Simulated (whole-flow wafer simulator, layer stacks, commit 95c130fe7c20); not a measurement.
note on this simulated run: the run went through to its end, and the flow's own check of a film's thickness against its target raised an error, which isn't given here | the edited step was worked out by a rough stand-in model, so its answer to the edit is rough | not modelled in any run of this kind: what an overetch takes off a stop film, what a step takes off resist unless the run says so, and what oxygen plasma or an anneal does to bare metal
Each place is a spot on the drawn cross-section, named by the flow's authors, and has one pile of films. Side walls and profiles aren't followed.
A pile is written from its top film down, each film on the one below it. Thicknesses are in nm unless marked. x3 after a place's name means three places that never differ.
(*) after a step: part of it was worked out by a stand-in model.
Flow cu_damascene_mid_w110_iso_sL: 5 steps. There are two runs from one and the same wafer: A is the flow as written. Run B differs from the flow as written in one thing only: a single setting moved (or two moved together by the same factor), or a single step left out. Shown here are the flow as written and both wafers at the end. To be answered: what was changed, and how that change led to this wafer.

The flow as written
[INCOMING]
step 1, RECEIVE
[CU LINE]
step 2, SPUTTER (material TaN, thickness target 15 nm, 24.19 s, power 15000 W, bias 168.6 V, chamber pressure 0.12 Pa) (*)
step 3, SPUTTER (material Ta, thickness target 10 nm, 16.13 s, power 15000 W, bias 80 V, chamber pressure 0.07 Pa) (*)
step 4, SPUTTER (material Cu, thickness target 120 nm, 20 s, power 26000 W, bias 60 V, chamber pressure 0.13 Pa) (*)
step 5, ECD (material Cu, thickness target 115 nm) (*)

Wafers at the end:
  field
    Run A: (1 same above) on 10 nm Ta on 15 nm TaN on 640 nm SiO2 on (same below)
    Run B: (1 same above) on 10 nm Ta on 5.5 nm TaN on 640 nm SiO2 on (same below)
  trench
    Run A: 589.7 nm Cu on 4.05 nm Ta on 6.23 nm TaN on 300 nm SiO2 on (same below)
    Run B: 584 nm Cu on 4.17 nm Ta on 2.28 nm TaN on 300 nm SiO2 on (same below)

Cause: step 2, SPUTTER: thickness target 5.5 nm was run, though the flow has thickness target 15 nm; step 2, SPUTTER: 8.878 s was run, where the flow has 24.19 s.
The wafer itself shows it: field has TaN 5.5, and step 2 as written asks for 15 nm.

How this came from the change, step by step:
  step 2, SPUTTER (material TaN, thickness target 15 nm, 24.19 s, power 15000 W, bias 168.6 V, chamber pressure 0.12 Pa) (*)
      field: A TaN gains 15 (new film) | B TaN gains 5.5 (new film)
      trench: A TaN gains 6.23 (new film) | B TaN gains 2.28 (new film)
  step 4, SPUTTER (material Cu, thickness target 120 nm, 20 s, power 26000 W, bias 60 V, chamber pressure 0.13 Pa) (*)
      trench: A Cu gains 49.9 (new film) | B Cu gains 51.5 (new film)
